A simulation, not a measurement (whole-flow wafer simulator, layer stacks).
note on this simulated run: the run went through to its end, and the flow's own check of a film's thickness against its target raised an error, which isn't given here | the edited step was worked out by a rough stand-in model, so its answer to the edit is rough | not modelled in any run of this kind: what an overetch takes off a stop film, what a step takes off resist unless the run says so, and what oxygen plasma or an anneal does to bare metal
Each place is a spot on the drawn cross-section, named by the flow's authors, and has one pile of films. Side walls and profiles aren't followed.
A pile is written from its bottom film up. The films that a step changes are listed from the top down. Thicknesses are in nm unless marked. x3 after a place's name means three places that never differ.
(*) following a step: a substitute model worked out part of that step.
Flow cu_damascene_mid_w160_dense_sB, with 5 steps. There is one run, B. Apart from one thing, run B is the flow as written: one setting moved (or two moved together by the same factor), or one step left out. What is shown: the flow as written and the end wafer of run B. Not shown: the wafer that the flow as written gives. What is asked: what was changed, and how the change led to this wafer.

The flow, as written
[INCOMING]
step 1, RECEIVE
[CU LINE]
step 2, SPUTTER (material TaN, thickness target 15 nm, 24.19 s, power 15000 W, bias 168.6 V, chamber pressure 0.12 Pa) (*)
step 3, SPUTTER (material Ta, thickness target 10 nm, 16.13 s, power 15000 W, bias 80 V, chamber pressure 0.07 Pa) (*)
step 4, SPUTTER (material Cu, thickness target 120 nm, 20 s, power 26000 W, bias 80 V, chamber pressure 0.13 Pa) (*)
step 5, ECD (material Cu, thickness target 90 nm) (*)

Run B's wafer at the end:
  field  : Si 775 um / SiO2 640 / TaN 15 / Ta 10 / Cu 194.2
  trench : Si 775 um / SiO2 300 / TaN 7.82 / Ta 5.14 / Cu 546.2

The reason: step 5, ECD: thickness target 74.2 nm was run, whereas the flow has thickness target 90 nm.

How this came from the change, step by step:
  step 5, ECD (material Cu, thickness target 90 nm) (*)
      field: +74.2 Cu (in the flow as written it would be: +90 Cu)
      trench: +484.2 Cu (in the flow as written it would be: +500 Cu)
